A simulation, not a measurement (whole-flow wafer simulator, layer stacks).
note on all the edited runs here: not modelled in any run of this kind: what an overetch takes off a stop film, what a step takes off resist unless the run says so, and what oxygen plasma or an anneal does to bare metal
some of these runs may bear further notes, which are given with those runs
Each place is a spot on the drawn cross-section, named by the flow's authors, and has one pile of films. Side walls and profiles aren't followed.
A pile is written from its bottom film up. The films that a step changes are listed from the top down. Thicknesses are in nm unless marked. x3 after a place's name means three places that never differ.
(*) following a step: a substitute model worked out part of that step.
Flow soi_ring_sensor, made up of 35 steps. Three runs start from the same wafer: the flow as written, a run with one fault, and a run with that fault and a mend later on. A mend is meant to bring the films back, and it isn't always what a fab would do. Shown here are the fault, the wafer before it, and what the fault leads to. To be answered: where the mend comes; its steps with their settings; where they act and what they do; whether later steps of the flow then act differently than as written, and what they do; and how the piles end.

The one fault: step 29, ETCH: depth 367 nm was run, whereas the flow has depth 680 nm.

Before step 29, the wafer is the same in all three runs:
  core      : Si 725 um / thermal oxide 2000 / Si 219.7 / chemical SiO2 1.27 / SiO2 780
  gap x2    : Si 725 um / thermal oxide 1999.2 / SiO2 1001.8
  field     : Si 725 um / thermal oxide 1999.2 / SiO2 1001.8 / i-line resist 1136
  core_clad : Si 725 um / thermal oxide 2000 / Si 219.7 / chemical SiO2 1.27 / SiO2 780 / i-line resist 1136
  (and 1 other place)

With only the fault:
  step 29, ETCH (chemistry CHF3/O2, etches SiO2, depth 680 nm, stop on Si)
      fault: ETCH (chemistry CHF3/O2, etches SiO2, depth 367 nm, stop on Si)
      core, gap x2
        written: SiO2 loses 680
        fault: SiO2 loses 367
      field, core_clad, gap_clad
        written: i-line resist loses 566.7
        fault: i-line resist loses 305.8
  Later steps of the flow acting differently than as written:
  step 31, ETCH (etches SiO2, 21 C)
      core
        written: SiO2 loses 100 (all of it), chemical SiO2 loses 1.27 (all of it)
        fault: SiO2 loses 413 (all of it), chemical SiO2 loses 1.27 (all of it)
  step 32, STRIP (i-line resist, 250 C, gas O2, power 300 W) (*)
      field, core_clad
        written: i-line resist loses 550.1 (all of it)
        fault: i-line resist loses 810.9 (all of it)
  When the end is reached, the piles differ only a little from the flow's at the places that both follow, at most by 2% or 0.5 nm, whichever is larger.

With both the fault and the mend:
  The mend follows step 29.
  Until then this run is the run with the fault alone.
  step 29a, ETCH (chemistry CHF3/O2, etches SiO2, depth 313 nm, stop on Si) (a further turn of the flow's step 29, with different settings)
      core, gap x2
        SiO2 loses 313
      field, core_clad, gap_clad
        i-line resist loses 260.8
  Later steps of the flow that are run all act as written at every place that is followed.
  By the end, the piles equal the flow's at every place that both follow.
